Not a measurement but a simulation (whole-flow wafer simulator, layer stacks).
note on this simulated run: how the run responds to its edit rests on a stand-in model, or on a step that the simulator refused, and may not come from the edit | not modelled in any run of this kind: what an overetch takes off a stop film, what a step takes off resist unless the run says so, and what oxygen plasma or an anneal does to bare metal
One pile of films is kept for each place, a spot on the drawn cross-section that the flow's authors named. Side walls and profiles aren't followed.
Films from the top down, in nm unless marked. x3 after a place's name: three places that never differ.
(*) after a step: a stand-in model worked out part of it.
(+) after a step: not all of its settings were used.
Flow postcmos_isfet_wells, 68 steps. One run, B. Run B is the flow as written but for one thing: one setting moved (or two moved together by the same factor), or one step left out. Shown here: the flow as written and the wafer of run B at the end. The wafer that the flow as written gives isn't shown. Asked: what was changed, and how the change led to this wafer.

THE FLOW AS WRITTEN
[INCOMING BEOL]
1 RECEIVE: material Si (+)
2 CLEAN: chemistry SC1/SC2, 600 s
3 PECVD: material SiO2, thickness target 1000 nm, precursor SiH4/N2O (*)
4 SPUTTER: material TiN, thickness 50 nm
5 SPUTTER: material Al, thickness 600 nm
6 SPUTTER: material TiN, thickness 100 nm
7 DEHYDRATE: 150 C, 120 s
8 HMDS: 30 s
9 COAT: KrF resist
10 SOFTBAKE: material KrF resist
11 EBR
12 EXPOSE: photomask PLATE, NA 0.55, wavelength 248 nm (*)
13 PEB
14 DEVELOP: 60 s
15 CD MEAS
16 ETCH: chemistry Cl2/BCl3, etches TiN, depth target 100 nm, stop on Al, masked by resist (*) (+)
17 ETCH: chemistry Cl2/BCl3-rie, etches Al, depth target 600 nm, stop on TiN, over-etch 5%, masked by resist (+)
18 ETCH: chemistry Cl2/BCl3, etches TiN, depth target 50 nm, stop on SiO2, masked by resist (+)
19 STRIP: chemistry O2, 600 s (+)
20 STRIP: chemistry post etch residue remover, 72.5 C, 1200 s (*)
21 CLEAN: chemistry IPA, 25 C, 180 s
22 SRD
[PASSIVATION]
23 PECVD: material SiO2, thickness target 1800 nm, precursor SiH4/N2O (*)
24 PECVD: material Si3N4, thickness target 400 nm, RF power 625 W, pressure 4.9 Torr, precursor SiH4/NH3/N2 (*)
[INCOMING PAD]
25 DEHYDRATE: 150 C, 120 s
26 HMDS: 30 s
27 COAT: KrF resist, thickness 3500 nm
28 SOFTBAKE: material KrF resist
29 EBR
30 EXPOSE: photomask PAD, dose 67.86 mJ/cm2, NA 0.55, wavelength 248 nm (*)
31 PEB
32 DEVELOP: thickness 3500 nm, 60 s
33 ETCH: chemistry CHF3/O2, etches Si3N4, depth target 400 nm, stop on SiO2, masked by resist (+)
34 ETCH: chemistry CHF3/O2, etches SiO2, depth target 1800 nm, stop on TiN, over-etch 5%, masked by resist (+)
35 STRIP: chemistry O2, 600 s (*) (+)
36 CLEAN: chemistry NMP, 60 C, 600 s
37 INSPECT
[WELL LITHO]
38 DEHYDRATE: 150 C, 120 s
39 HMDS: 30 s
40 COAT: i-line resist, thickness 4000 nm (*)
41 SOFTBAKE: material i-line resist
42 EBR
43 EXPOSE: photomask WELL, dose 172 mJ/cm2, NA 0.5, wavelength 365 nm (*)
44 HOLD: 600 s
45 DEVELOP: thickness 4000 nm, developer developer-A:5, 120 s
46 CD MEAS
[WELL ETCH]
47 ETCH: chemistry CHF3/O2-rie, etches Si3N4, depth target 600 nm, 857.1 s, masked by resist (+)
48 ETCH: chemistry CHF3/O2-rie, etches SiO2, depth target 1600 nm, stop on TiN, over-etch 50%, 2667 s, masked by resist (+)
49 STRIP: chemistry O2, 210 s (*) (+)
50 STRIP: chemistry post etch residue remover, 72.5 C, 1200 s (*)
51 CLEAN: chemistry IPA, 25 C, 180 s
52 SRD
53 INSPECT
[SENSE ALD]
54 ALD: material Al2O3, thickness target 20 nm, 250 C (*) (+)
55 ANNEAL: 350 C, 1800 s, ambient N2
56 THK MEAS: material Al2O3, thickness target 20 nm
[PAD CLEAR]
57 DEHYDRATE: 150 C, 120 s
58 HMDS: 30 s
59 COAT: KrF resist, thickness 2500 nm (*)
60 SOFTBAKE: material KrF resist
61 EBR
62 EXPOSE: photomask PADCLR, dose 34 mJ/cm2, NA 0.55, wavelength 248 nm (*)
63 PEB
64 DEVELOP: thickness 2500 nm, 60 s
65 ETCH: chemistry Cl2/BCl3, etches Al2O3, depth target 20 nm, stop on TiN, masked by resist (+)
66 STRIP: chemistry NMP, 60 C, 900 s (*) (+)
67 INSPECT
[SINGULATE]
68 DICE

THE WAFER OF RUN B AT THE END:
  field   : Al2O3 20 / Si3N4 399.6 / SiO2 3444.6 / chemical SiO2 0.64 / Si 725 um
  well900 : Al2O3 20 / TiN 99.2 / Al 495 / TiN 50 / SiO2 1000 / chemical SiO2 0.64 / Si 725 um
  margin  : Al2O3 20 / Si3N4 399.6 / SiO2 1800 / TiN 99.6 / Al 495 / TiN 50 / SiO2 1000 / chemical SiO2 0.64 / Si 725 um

The cause: step 5, SPUTTER: thickness 495 nm was run, where the flow has thickness 600 nm.
It can be read off the wafer: well900 has Al 495, and step 5 as written asks for 600 nm.

How the change led to this, step by step:
  5 SPUTTER: material Al, thickness 600 nm
      field, margin, well900, well1300 x3, pad_rim, pad_clr, pad_open: Al +495 (new film) (as written it would be: Al +600 (new film))
  17 ETCH: chemistry Cl2/BCl3-rie, etches Al, depth target 600 nm, stop on TiN, over-etch 5%, masked by resist (+)
      margin, well900, well1300 x3, pad_rim, pad_clr, pad_open: KrF resist -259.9 (as written it would be: KrF resist -300)
      field: Al -495 (all of it) (as written it would be: Al -600 (all of it))
  19 STRIP: chemistry O2, 600 s (+)
      margin, well900, well1300 x3, pad_rim, pad_clr, pad_open: KrF resist -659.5 (all of it) (as written it would be: KrF resist -619.4 (all of it))
  23 PECVD: material SiO2, thickness target 1800 nm, precursor SiH4/N2O (*)
      field: SiO2 +2444.6 (as written it would be: SiO2 +1800 (new film), void +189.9 (new film), SiO2 +559.7)
